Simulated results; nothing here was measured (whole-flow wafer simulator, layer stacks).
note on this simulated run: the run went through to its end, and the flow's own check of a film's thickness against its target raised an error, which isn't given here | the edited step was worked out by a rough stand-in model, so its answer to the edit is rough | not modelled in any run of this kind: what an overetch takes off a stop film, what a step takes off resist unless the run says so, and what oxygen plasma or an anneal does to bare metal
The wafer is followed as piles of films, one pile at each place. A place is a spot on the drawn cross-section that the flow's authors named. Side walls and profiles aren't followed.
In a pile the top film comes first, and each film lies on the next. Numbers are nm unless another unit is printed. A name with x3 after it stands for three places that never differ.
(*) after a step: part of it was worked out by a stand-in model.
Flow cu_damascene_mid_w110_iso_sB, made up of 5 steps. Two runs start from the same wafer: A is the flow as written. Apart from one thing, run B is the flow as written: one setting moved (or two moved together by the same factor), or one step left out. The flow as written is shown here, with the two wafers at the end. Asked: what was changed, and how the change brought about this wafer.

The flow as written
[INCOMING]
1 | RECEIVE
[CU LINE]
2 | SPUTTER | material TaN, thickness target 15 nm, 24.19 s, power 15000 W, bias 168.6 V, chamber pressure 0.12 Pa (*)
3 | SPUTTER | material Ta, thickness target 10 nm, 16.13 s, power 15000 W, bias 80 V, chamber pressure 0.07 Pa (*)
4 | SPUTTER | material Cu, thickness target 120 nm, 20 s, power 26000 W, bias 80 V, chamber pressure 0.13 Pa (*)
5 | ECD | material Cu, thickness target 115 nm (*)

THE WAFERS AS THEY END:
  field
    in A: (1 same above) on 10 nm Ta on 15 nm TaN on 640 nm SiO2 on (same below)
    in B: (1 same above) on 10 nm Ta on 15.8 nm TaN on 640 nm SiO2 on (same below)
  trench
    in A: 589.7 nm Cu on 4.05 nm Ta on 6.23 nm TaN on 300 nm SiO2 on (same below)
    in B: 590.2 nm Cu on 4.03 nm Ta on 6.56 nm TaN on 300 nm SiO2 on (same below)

The reason: step 2, SPUTTER: thickness target 15.8 nm was run, whereas the flow has thickness target 15 nm; step 2, SPUTTER: 25.4 s was run, where the flow has 24.19 s.
The wafer lets one read it off: field has TaN 15.8, and step 2 as written asks for 15 nm.

Step by step, how the change led to this:
  2 | SPUTTER | material TaN, thickness target 15 nm, 24.19 s, power 15000 W, bias 168.6 V, chamber pressure 0.12 Pa (*)
      field: A TaN gains 15 (new film) | B TaN gains 15.8 (new film)
